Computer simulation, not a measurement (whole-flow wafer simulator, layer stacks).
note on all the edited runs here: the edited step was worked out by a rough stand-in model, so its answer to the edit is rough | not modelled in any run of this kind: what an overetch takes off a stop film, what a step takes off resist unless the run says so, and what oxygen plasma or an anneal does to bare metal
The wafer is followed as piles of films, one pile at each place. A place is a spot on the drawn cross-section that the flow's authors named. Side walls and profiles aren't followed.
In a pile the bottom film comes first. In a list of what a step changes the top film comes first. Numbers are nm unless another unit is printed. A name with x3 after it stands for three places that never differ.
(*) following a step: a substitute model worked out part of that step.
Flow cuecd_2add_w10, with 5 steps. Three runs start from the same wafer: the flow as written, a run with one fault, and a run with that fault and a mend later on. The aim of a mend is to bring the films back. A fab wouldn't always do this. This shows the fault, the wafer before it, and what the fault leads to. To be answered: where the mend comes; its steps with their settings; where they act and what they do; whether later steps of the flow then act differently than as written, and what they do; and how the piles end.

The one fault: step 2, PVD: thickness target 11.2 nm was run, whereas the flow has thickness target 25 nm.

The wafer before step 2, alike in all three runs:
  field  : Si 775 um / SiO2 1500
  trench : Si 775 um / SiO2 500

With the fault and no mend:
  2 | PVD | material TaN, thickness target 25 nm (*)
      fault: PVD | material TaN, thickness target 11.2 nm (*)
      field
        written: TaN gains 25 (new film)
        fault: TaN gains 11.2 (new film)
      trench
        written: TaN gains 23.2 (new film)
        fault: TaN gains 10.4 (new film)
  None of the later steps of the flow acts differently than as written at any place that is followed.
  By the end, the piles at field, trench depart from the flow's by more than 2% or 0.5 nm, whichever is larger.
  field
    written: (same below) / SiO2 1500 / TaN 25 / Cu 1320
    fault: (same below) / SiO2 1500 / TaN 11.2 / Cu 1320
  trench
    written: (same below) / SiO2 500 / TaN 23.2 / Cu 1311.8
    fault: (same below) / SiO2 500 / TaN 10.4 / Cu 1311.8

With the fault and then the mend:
  After step 2 comes the mend.
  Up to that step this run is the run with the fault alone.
  2a | PVD | material TaN, thickness target 13.8 nm (*) (the flow's step 2, run once more with other settings)
      field
        TaN gains 13.8
      trench
        TaN gains 12.8
  None of the later steps of the flow acts differently than as written at any place that is followed.
  By the end, the piles equal the flow's at every place that both follow.
